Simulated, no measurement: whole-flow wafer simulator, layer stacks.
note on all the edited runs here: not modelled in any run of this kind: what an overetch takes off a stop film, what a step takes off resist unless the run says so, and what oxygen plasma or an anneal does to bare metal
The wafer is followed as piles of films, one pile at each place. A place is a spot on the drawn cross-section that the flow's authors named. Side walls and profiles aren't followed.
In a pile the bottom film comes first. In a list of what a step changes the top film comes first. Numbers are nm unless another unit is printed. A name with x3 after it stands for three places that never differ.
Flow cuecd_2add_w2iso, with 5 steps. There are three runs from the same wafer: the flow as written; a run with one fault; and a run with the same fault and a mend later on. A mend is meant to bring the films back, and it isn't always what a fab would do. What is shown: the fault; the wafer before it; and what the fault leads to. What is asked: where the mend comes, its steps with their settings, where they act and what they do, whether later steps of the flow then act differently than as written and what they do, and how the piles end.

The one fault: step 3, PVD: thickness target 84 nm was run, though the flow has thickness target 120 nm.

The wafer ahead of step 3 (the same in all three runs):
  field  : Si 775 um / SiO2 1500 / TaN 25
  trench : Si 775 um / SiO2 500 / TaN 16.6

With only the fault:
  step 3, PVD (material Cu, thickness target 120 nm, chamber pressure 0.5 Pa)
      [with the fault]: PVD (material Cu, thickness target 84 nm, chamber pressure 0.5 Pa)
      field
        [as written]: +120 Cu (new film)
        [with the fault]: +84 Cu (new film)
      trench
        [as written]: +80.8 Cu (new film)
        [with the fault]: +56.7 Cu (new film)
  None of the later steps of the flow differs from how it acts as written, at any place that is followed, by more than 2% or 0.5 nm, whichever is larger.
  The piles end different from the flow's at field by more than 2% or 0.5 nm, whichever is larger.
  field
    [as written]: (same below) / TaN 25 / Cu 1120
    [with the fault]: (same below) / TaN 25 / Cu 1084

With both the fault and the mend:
  After step 3 comes the mend.
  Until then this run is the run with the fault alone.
  step 3a, PVD (material Cu, thickness target 36 nm, chamber pressure 0.5 Pa) (a further turn of the flow's step 3, with different settings)
      field
        +36 Cu
      trench
        +23.7 Cu
  None of the later steps of the flow differs from how it acts as written, at any place that is followed, by more than 2% or 0.5 nm, whichever is larger.
  By the end, the piles equal the flow's at every place that both follow.
